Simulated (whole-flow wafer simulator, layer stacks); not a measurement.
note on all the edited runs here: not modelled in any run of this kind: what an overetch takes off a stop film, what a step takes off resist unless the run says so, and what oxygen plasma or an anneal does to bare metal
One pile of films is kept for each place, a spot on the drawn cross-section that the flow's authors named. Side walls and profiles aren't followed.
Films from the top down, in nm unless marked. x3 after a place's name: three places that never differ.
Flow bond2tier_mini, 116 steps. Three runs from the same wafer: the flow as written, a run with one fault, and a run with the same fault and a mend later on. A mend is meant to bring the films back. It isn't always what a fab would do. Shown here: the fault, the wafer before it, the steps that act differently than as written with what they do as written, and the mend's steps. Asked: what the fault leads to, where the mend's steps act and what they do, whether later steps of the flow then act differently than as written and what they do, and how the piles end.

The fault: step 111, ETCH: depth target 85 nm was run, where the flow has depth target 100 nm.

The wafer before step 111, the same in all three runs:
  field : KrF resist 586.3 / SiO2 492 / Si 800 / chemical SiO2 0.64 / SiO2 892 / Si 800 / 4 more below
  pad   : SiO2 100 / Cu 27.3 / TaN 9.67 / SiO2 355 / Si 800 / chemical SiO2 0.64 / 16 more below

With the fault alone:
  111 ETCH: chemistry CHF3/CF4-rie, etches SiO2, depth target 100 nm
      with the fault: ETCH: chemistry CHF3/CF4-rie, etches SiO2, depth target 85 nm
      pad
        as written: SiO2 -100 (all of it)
        with the fault: SiO2 -85
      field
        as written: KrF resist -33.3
        with the fault: KrF resist -28.3
  Later steps of the flow that act differently than as written (3 more steps differ only slightly, by at most 2% or 0.5 nm, whichever is larger, and aren't shown):
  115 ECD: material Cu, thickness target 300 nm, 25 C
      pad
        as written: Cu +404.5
        with the fault: Cu +388.8
  At the end the piles differ from the flow's by more than 2% or 0.5 nm, whichever is larger, at pad.
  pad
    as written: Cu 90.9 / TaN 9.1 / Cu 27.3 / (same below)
    with the fault: Cu 75.8 / TaN 9.24 / SiO2 15 / Cu 27.3 / (same below)

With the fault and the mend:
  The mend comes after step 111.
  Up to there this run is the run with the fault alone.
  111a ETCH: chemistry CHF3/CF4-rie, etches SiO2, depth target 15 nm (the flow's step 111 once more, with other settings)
      field
        KrF resist -5
      pad
        SiO2 -15 (all of it)
  No later step of the flow acts differently than as written at any place that is followed.
  At the end the piles are the same as the flow's at every place that both follow.
